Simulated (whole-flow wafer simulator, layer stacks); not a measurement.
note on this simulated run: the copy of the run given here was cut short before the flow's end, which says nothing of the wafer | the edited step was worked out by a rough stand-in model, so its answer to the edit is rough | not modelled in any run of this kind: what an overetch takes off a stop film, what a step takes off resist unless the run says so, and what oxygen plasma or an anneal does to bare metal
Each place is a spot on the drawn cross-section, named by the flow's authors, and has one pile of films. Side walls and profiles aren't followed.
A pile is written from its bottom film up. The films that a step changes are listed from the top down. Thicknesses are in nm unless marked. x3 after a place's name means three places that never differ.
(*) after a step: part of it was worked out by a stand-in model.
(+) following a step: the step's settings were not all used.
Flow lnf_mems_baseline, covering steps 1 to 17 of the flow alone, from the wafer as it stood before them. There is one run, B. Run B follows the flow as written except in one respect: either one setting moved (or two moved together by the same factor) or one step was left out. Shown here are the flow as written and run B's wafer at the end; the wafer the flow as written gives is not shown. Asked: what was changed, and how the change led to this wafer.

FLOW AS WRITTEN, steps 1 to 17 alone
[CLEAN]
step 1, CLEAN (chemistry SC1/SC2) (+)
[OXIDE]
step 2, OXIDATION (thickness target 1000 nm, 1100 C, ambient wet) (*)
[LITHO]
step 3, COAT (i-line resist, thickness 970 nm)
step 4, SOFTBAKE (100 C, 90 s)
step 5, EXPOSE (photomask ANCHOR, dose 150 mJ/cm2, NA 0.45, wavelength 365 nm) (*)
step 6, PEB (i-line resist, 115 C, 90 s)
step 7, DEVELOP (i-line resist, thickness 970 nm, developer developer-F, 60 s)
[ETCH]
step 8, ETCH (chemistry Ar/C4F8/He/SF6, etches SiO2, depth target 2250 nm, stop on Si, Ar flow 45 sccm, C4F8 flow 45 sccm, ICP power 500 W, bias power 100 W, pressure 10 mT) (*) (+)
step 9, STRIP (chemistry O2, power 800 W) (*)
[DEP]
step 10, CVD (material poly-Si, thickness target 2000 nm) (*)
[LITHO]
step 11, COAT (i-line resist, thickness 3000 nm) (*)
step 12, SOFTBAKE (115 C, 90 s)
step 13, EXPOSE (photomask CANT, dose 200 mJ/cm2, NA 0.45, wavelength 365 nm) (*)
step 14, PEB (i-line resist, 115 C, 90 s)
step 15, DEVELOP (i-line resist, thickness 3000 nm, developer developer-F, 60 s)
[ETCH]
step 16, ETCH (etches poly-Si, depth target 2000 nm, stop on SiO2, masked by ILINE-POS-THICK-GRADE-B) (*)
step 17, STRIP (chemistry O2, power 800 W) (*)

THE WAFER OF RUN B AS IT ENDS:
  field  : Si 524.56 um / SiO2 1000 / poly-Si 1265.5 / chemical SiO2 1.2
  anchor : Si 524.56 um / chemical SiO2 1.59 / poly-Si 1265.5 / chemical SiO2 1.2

The reason: step 10, CVD: thickness target 1266 nm was run, though the flow has thickness target 2000 nm.

How this came from the change, step by step:
  step 10, CVD (material poly-Si, thickness target 2000 nm) (*)
      field, beam, trench, char_slit: +1266 poly-Si (new film) (in the flow as written it would be: +2000 poly-Si (new film))
      anchor: +1266 poly-Si (new film) (in the flow as written it would be: +2322 poly-Si (new film))
  step 11, COAT (i-line resist, thickness 3000 nm) (*)
      anchor: +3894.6 i-line resist (new film) (in the flow as written it would be: +3611.6 i-line resist (new film))
  step 12, SOFTBAKE (115 C, 90 s)
      field: -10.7 i-line resist (in the flow as written it would be: -6.66 i-line resist)
      anchor: +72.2 i-line resist (in the flow as written it would be: +45.4 i-line resist)
      (and at 2 other places as well)
  step 14, PEB (i-line resist, 115 C, 90 s)
      anchor: -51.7 i-line resist (in the flow as written it would be: -46.1 i-line resist)
  step 16, ETCH (etches poly-Si, depth target 2000 nm, stop on SiO2, masked by ILINE-POS-THICK-GRADE-B) (*)
      field, anchor, beam: -23.7 i-line resist (in the flow as written it would be: -25 i-line resist)
      trench, char_slit: -1266 poly-Si (all of it) (in the flow as written it would be: -2000 poly-Si (all of it))
  step 17, STRIP (chemistry O2, power 800 W) (*)
      anchor: +1.2 chemical SiO2 (new film), -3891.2 i-line resist (all of it), -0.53 poly-Si (in the flow as written it would be: +1.17 chemical SiO2 (new film), -3585.8 i-line resist (all of it), -0.52 poly-Si)
